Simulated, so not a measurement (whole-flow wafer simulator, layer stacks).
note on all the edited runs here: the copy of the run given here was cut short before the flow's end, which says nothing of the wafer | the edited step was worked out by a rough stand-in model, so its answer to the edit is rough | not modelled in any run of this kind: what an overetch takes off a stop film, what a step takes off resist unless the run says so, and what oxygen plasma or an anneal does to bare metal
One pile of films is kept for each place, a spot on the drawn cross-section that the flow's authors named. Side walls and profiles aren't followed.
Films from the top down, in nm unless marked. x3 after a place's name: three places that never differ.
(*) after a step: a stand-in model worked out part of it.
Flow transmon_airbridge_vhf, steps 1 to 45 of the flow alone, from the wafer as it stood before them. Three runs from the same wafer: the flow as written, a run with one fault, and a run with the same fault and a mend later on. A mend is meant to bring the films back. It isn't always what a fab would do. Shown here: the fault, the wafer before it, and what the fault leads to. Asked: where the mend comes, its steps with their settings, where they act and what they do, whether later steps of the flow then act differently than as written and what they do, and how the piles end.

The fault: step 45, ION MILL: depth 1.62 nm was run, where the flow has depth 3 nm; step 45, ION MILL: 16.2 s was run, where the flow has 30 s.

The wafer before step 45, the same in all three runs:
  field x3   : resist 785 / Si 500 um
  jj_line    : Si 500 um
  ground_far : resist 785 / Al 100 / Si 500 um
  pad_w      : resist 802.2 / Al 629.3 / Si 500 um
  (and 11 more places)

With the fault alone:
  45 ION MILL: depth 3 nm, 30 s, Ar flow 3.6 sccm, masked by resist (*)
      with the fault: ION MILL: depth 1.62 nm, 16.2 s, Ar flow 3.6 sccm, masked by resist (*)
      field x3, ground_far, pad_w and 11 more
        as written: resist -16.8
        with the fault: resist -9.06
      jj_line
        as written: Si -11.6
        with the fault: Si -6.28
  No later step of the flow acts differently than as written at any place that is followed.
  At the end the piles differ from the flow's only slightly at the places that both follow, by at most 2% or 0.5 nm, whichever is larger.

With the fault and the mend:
  The mend comes after step 45.
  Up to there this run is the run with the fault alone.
  45a ION MILL: depth 1.38 nm, 13.8 s, Ar flow 3.6 sccm, masked by resist (*) (the flow's step 45 once more, with other settings)
      field x3, ground_far, pad_w and 11 more
        resist -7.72
      jj_line
        Si -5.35
  No later step of the flow acts differently than as written at any place that is followed.
  At the end the piles are the same as the flow's at every place that both follow.
